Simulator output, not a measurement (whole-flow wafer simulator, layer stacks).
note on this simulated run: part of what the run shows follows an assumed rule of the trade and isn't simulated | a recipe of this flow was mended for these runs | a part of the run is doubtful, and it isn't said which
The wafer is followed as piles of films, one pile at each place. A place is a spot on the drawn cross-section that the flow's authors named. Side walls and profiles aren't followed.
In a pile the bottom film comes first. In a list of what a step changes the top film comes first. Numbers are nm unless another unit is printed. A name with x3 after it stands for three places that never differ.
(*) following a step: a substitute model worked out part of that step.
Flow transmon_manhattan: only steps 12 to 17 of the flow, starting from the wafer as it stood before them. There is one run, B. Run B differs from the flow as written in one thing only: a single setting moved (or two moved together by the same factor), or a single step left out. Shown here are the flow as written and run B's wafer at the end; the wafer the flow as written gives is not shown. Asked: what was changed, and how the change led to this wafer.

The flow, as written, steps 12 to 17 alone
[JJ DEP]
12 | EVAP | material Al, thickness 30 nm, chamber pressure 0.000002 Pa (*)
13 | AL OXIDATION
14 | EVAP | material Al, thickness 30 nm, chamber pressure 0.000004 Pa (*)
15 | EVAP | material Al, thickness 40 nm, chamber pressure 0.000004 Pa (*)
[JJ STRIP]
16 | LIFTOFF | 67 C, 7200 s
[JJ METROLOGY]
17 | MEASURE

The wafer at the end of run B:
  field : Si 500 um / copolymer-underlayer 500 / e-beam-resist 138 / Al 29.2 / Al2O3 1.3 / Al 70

Cause: step 16, LIFTOFF: 67 C, 7200 s, was skipped.

The path from the change to this, step by step:
  (no step that both runs have acts differently)
Taking metal films that touch as one body, field has 2 bodies (between them, from the top down: Al2O3 1.3); the flow as written gives 0 bodies.
